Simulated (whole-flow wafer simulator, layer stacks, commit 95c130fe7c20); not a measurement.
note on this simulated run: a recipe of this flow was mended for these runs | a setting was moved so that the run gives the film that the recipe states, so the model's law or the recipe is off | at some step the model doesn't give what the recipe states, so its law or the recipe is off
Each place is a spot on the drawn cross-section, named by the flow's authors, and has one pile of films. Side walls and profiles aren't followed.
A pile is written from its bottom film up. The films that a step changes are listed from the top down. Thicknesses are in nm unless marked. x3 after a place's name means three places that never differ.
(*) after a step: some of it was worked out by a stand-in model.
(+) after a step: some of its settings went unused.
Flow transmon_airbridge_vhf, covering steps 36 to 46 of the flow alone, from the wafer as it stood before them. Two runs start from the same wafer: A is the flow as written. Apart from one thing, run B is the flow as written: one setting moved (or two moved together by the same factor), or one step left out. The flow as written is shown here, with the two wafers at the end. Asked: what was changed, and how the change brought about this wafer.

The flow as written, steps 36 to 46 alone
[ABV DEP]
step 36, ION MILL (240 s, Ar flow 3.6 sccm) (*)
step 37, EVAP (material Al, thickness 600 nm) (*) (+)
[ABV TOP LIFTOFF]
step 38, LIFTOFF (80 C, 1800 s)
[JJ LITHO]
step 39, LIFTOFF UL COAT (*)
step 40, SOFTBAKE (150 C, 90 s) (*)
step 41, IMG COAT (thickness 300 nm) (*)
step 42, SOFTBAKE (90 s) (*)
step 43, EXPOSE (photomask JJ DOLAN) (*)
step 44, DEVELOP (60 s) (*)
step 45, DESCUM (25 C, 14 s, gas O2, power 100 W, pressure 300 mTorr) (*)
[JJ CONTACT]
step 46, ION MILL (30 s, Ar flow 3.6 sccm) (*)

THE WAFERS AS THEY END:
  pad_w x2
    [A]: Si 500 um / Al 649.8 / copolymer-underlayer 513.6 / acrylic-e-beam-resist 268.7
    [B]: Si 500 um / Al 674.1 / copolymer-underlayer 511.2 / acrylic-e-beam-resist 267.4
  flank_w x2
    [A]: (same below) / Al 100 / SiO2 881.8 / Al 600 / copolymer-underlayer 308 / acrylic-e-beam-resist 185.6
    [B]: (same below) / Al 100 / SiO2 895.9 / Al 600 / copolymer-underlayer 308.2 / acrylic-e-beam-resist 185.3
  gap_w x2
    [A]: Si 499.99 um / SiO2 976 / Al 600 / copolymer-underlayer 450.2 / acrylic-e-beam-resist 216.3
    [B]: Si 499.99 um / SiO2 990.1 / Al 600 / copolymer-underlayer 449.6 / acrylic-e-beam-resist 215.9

The reason: step 36, ION MILL: 99 s was run, whereas the flow has 240 s.

The path from the change to this, step by step:
  step 36, ION MILL (240 s, Ar flow 3.6 sccm) (*)
      field x3, jj_line, ground_far, trace_open_s x2, margin_s, margin_n: A -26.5 i-line-resist | B -10.9 i-line-resist
      flank_w x2, gap_w x2, cpw_trace, bridge_strip: A -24 SiO2 | B -9.89 SiO2
      (also at 2 further places)
  step 38, LIFTOFF (80 C, 1800 s)
      field x3, jj_line, trace_open_s x2: A -600 Al (all of it), -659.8 i-line-resist (all of it), -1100 lift-off-underlayer (all of it), -240 acrylic-e-beam-resist (all of it) | B -600 Al (all of it), -675.4 i-line-resist (all of it), -1100 lift-off-underlayer (all of it), -240 acrylic-e-beam-resist (all of it)
      margin_s, margin_n: A -600 Al (all of it), -378.2 i-line-resist (all of it), -823.4 lift-off-underlayer (all of it), -168.6 acrylic-e-beam-resist (all of it) | B -600 Al (all of it), -393.8 i-line-resist (all of it), -823.4 lift-off-underlayer (all of it), -168.6 acrylic-e-beam-resist (all of it)
